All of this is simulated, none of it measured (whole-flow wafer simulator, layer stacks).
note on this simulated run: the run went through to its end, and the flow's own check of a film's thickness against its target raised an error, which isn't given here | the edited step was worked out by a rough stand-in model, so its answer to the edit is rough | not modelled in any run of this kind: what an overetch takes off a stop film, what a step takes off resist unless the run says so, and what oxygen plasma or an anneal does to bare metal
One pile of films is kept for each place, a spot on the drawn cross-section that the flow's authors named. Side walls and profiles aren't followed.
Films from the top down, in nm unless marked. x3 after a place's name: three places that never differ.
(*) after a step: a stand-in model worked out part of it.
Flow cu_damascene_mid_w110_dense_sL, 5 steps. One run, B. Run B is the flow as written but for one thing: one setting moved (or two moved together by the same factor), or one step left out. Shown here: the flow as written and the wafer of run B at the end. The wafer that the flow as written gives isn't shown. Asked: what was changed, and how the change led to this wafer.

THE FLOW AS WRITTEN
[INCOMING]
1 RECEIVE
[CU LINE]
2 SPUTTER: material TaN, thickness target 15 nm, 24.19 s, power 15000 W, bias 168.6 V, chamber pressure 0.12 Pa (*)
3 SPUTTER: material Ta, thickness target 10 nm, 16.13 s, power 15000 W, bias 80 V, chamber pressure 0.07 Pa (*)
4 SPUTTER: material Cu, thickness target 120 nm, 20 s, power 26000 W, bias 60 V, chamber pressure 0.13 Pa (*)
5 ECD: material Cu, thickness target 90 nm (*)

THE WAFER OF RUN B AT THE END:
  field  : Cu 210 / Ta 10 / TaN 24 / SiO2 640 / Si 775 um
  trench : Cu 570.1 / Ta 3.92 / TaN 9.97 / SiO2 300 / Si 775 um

The cause: step 2, SPUTTER: thickness target 24 nm was run, where the flow has thickness target 15 nm; step 2, SPUTTER: 38.7 s was run, where the flow has 24.19 s.
It can be read off the wafer: field has TaN 24, and step 2 as written asks for 15 nm.

How the change led to this, step by step:
  2 SPUTTER: material TaN, thickness target 15 nm, 24.19 s, power 15000 W, bias 168.6 V, chamber pressure 0.12 Pa (*)
      field: TaN +24 (new film) (as written it would be: TaN +15 (new film))
      trench: TaN +9.97 (new film) (as written it would be: TaN +6.23 (new film))
  4 SPUTTER: material Cu, thickness target 120 nm, 20 s, power 26000 W, bias 60 V, chamber pressure 0.13 Pa (*)
      trench: Cu +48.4 (new film) (as written it would be: Cu +49.9 (new film))
